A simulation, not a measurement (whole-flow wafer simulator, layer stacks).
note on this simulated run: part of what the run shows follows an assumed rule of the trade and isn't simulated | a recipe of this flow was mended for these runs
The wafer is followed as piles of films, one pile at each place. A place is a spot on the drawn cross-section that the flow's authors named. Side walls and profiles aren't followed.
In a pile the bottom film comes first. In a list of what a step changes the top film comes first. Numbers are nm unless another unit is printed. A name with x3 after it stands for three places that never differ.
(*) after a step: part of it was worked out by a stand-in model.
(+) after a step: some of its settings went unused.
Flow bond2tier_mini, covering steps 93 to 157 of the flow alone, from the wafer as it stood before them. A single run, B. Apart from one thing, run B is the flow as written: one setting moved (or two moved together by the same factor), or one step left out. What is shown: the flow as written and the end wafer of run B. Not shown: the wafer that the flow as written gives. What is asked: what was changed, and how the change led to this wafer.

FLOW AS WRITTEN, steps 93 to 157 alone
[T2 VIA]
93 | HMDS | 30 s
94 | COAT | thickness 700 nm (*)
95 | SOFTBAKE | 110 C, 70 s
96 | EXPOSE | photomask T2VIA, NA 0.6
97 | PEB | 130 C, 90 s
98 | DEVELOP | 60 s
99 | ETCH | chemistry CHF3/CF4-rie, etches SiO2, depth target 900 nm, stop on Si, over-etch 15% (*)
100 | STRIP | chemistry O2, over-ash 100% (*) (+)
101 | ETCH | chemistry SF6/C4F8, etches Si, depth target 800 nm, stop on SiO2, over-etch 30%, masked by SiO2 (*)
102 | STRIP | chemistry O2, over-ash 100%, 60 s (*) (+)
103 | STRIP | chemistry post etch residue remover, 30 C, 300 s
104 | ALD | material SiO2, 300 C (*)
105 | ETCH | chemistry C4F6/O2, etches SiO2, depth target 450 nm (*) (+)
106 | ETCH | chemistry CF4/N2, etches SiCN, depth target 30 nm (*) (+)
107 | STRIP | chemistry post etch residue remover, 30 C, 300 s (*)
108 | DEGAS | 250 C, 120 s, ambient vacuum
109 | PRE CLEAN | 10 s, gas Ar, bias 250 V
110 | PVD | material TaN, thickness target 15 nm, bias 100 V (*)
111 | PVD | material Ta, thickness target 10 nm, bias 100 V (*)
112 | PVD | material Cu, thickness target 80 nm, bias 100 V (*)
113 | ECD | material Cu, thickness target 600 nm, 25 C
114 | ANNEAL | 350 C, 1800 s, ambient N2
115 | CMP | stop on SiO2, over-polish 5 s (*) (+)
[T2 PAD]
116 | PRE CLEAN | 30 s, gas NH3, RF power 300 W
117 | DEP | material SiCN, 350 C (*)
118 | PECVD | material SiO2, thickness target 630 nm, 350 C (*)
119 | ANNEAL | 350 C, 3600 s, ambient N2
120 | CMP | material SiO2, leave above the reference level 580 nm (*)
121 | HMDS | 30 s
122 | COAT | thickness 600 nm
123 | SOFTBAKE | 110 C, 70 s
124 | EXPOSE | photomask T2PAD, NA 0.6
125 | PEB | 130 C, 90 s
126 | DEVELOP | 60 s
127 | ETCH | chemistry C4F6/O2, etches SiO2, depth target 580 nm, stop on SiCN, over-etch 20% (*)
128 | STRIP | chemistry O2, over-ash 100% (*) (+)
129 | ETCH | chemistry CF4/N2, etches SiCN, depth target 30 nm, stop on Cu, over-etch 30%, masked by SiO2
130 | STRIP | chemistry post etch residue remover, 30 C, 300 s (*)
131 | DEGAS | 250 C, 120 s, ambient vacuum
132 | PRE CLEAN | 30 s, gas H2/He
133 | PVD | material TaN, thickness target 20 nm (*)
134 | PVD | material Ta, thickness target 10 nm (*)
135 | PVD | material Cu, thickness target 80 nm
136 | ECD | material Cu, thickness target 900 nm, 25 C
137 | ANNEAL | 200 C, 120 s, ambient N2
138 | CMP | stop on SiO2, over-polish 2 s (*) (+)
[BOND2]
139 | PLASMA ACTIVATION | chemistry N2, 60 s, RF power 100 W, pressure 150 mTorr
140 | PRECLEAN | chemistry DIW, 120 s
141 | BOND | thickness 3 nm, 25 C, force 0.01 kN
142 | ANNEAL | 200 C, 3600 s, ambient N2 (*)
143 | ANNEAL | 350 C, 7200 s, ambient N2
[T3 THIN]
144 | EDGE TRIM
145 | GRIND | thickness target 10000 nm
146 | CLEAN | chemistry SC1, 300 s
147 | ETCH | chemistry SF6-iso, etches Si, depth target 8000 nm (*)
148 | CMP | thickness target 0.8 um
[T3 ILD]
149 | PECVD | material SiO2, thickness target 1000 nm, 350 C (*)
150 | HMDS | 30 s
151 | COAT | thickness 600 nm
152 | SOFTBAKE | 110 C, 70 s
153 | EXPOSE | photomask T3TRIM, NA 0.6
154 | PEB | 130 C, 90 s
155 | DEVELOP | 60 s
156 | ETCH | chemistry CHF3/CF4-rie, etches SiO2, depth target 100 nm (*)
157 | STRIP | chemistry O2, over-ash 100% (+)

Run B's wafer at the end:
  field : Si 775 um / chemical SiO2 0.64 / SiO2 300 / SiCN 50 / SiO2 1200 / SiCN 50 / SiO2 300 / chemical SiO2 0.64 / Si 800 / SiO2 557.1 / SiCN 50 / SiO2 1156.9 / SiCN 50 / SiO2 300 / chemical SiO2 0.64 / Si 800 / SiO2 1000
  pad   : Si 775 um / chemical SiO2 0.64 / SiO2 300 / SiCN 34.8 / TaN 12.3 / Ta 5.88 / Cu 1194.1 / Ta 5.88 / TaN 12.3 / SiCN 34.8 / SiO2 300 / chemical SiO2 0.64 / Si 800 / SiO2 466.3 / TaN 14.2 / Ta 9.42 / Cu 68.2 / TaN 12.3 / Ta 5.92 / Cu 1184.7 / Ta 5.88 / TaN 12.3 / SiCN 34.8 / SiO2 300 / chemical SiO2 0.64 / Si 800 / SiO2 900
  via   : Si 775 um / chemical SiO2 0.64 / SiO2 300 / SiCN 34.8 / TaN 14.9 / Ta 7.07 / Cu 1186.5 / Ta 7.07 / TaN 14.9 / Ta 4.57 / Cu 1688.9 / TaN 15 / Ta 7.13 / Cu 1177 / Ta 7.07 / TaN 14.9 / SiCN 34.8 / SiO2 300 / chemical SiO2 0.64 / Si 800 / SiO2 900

What caused this: step 109, PRE CLEAN: bias 308 V was run, whereas the flow has bias 250 V.

Step by step, how the change led to this:
  109 | PRE CLEAN | 10 s, gas Ar, bias 250 V
      via: TaN loses 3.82 (it would be, as written: TaN loses 3.19)
